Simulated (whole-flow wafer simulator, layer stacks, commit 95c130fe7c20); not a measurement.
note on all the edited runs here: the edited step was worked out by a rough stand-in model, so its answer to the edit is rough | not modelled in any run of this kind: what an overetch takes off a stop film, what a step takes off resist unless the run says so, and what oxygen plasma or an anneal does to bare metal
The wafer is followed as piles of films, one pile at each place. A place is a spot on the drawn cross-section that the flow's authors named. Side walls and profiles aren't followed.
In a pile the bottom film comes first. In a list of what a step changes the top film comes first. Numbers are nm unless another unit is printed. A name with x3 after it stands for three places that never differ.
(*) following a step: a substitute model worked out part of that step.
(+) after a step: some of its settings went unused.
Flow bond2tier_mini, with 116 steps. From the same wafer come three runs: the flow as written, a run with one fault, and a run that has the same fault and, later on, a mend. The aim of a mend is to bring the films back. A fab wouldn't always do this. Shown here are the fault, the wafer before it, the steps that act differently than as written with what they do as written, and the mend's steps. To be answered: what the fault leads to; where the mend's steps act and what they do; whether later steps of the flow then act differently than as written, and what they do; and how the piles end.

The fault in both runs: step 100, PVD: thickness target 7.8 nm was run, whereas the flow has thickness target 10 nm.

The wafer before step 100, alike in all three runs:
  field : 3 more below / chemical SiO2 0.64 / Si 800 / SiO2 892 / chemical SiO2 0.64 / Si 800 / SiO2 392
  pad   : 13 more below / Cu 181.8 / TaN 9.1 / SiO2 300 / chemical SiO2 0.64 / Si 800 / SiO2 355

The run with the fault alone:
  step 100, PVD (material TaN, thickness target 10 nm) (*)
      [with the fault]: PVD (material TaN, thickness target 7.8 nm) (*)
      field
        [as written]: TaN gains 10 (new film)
        [with the fault]: TaN gains 7.8 (new film)
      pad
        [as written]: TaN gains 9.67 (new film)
        [with the fault]: TaN gains 7.54 (new film)
  Later steps of the flow acting differently than as written (not shown: 1 more step that differs only slightly, by at most 2% or 0.5 nm, whichever is larger):
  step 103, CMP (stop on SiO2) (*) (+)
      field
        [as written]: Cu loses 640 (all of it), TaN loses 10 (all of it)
        [with the fault]: Cu loses 640 (all of it), TaN loses 7.8 (all of it)
  The piles end different from the flow's at pad by more than 2% or 0.5 nm, whichever is larger.
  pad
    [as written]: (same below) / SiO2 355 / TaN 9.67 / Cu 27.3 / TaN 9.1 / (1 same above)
    [with the fault]: (same below) / SiO2 355 / TaN 7.54 / Cu 29.5 / TaN 9.1 / (1 same above)

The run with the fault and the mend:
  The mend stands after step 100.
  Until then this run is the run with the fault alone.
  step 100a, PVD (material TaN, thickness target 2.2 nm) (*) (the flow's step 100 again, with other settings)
      field
        TaN gains 2.2
      pad
        TaN gains 2.13
  Every later step of the flow that is run acts as written at every place that is followed.
  At every place that both follow, the piles at the end match the flow's.
